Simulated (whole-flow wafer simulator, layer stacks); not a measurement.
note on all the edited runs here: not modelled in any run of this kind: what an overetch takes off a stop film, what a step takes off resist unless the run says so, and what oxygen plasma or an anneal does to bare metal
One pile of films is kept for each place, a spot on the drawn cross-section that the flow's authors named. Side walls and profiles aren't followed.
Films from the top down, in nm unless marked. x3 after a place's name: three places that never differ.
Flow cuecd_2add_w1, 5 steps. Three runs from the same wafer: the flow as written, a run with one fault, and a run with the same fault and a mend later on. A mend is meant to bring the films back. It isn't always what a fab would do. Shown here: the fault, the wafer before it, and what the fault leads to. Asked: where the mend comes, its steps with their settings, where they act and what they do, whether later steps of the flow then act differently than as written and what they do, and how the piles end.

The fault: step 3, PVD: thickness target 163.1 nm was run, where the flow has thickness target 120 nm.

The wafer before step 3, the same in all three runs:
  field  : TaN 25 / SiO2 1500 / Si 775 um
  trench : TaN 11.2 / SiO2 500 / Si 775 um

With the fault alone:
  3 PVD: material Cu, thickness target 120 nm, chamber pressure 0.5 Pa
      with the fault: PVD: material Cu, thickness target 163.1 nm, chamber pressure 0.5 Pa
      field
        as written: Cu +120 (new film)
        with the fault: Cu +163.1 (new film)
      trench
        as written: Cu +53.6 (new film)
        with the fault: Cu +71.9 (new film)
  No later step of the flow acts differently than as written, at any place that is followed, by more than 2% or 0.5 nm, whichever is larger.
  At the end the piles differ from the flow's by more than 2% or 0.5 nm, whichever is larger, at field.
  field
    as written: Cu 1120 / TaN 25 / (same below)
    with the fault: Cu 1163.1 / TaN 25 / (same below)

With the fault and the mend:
  The mend comes after step 3.
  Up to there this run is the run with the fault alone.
  3a ETCH: chemistry cu recess dil, depth target 187.1 nm
      field
        Cu -163.1 (all of it)
      trench
        Cu -71.9 (all of it)
  3b PVD: material Cu, thickness target 120 nm, chamber pressure 0.5 Pa (the flow's step 3 once more)
      field
        Cu +120 (new film)
      trench
        Cu +53.6 (new film)
  No later step of the flow acts differently than as written at any place that is followed.
  At the end the piles are the same as the flow's at every place that both follow.
